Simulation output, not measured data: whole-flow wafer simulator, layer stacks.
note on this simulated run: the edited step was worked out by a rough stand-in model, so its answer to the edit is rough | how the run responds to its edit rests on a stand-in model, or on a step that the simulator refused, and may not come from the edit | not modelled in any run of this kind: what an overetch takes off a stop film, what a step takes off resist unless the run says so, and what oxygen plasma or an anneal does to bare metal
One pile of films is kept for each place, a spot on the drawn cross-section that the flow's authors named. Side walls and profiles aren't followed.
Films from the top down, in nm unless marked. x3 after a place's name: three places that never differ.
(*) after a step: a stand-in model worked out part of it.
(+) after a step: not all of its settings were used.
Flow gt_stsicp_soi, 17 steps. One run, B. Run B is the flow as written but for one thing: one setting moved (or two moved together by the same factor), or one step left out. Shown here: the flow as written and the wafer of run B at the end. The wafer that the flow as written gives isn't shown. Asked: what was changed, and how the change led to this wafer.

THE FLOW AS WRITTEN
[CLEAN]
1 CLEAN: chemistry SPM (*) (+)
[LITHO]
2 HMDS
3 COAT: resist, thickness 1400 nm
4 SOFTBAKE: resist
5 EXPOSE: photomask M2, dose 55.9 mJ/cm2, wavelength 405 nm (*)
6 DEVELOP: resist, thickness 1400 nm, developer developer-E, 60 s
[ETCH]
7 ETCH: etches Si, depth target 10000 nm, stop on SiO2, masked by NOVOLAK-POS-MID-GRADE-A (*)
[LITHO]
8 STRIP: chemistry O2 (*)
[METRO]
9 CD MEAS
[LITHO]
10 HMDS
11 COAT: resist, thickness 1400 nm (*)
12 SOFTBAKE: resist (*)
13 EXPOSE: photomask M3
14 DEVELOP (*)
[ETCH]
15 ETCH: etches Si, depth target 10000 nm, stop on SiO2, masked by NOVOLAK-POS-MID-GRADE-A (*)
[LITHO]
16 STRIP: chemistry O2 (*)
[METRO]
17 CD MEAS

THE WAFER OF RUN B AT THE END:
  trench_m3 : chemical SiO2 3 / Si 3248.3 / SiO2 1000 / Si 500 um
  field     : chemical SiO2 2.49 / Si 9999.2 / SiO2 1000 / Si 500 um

The cause: step 15, ETCH: depth target 6750 nm was run, where the flow has depth target 10000 nm.

How the change led to this, step by step:
  15 ETCH: etches Si, depth target 10000 nm, stop on SiO2, masked by NOVOLAK-POS-MID-GRADE-A (*)
      trench_m3: chemical SiO2 -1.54 (all of it), Si -6750 (as written it would be: chemical SiO2 -1.54 (all of it), Si -9999.6 (all of it))
      field, trench_m2: resist -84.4 (as written it would be: resist -125)
  16 STRIP: chemistry O2 (*)
      trench_m3: chemical SiO2 +3 (new film), Si -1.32 (as written it would be: nothing)
      field: resist -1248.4 (all of it), chemical SiO2 +0.94, Si -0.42 (as written it would be: resist -1207.8 (all of it), chemical SiO2 +0.94, Si -0.41)
